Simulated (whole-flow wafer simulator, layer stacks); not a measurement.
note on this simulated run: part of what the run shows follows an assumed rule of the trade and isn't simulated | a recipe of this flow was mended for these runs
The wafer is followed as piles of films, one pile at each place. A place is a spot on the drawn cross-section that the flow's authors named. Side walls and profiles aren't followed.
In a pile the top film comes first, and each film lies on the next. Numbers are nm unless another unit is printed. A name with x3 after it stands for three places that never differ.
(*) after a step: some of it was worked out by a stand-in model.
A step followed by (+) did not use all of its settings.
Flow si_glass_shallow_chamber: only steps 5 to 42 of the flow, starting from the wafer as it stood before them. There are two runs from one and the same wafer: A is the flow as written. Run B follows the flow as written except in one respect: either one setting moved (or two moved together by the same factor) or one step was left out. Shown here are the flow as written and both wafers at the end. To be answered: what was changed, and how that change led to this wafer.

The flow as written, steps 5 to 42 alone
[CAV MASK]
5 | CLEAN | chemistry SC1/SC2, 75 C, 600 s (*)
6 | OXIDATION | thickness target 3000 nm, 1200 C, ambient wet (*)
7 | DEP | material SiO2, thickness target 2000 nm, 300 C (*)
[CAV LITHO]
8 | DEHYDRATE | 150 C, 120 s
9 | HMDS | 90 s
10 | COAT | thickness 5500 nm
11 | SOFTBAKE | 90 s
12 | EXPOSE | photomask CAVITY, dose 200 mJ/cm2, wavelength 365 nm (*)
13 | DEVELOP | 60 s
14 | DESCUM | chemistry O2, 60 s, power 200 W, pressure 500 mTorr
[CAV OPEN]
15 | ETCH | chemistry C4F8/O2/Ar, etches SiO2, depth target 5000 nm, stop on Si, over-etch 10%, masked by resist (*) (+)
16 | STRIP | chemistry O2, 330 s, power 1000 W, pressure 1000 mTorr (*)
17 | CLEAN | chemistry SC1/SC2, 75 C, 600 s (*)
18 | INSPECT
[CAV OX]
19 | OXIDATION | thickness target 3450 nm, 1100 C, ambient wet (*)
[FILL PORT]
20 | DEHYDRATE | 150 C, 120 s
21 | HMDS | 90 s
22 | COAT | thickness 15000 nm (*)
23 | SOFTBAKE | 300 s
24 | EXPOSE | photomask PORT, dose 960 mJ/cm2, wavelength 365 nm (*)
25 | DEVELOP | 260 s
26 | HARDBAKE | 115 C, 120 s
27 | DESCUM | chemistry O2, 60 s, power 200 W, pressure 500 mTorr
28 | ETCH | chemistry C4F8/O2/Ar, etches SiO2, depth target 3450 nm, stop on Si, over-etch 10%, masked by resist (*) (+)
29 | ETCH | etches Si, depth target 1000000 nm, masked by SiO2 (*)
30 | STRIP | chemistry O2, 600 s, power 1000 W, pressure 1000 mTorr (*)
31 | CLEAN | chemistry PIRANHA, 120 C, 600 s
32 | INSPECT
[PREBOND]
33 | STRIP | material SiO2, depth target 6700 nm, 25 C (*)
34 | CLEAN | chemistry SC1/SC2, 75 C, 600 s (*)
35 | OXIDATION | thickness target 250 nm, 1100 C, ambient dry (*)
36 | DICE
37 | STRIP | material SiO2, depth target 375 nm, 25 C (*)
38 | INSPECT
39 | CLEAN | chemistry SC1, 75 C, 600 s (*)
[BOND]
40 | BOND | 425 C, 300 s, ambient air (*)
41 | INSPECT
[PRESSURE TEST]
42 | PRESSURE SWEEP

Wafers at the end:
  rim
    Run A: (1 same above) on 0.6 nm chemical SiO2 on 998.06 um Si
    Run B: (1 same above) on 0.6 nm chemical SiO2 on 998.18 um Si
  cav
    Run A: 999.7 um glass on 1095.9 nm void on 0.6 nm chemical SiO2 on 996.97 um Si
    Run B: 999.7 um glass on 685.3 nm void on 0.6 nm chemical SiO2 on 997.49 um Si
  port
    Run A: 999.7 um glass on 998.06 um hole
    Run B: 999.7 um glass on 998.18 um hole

What caused this: step 7, DEP: thickness target 3800 nm was run, while the flow as written has thickness target 2000 nm.

How this came from the change, step by step:
  7 | DEP | material SiO2, thickness target 2000 nm, 300 C (*)
      rim, ramp, cav, port, septum, ring: A +2000 SiO2 | B +3800 SiO2
  15 | ETCH | chemistry C4F8/O2/Ar, etches SiO2, depth target 5000 nm, stop on Si, over-etch 10%, masked by resist (*) (+)
      cav, port: A -5000 SiO2 (all of it), -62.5 Si | B -5500 SiO2
  16 | STRIP | chemistry O2, 330 s, power 1000 W, pressure 1000 mTorr (*)
      cav, port: A +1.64 chemical SiO2 (new film), -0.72 Si | B nothing
  17 | CLEAN | chemistry SC1/SC2, 75 C, 600 s (*)
      cav, port: A -1.04 chemical SiO2, -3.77 Si | B -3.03 SiO2
  19 | OXIDATION | thickness target 3450 nm, 1100 C, ambient wet (*)
      cav, port: A +3450 SiO2 (new film), -0.6 chemical SiO2 (all of it), -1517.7 Si | B +2414.3 SiO2, -1062.3 Si
      rim, ramp, septum, ring: A +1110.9 SiO2, -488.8 Si | B +856.8 SiO2, -377 Si
  22 | COAT | thickness 15000 nm (*)
      rim: A +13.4 um thick-i-line-resist (new film) | B +13.05 um thick-i-line-resist (new film)
      ramp: A +12.89 um thick-i-line-resist (new film) | B +12.42 um thick-i-line-resist (new film)
      (as well as at 4 more places)
  23 | SOFTBAKE | 300 s
      rim: A -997 thick-i-line-resist | B -1245.9 thick-i-line-resist
      ramp: A -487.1 thick-i-line-resist | B -621.3 thick-i-line-resist
      (as well as at 4 more places)
  25 | DEVELOP | 260 s
      port: A -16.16 um thick-i-line-resist (all of it) | B -16.42 um thick-i-line-resist (all of it)
  26 | HARDBAKE | 115 C, 120 s
      rim, ramp: A -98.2 thick-i-line-resist | B -91.1 thick-i-line-resist
      cav: A -147.1 thick-i-line-resist | B -150.8 thick-i-line-resist
  28 | ETCH | chemistry C4F8/O2/Ar, etches SiO2, depth target 3450 nm, stop on Si, over-etch 10%, masked by resist (*) (+)
      port: A -3450 SiO2 (all of it), -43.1 Si | B -3711.3 SiO2 (all of it), -10.5 Si
  29 | ETCH | etches Si, depth target 1000000 nm, masked by SiO2 (*)
      rim, ramp: A -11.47 um thick-i-line-resist (all of it), -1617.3 SiO2 | B -10.88 um thick-i-line-resist (all of it), -1935.9 SiO2
      port: A +997.05 um hole (new film), -997.05 um Si (all of it) | B +997.6 um hole (new film), -997.6 um Si (all of it)
      (as well as at 2 more places)
  30 | STRIP | chemistry O2, 600 s, power 1000 W, pressure 1000 mTorr (*)
      cav: A -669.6 thick-i-line-resist (all of it) | B -935.1 thick-i-line-resist (all of it)
  33 | STRIP | material SiO2, depth target 6700 nm, 25 C (*)
      rim, ramp: A -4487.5 SiO2 (all of it) | B -5714.8 SiO2 (all of it)
      cav: A -3450 SiO2 (all of it) | B -3711.3 SiO2 (all of it)
      (as well as at 2 more places)
  40 | BOND | 425 C, 300 s, ambient air (*)
      cav: A +999.7 um glass (new film), +1095.9 void (new film) | B +999.7 um glass (new film), +685.3 void (new film)
      port: A +999.7 um glass (new film), +1017.3 hole | B +999.7 um glass (new film), +574 hole
